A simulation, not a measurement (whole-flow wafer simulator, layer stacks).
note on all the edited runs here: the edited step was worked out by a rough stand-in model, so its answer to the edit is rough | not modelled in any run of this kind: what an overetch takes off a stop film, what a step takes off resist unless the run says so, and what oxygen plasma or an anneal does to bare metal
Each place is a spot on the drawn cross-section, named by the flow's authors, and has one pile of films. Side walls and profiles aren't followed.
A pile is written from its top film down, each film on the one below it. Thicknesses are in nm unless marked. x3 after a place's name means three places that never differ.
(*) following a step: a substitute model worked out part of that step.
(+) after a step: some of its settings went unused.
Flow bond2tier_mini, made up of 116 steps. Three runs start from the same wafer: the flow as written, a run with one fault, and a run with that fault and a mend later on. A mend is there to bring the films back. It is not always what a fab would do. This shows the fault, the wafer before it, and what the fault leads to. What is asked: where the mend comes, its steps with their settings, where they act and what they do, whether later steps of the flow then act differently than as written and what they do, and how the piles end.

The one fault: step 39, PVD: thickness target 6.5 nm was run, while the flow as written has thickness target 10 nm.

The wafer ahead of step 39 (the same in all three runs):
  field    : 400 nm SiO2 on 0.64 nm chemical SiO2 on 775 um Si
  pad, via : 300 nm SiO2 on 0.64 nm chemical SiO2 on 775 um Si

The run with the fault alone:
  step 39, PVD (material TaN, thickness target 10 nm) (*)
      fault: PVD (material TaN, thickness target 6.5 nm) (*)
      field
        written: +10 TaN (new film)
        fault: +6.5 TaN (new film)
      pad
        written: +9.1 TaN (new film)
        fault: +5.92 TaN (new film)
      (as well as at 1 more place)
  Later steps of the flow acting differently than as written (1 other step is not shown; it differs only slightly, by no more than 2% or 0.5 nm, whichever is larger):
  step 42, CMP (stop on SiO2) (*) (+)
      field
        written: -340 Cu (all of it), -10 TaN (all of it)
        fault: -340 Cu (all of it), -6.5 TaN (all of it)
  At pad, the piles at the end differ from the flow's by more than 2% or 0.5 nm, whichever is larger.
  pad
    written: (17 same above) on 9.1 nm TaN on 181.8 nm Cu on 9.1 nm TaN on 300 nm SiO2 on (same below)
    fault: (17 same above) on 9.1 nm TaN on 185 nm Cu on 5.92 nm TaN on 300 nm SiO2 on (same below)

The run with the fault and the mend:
  The mend stands after step 39.
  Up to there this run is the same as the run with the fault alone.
  step 39a, PVD (material TaN, thickness target 3.5 nm) (*) (a further turn of the flow's step 39, with different settings)
      field
        +3.5 TaN
      pad
        +3.18 TaN
      via
        +3.49 TaN
  Later steps of the flow that are run all act as written at every place that is followed.
  By the end, the piles equal the flow's at every place that both follow.
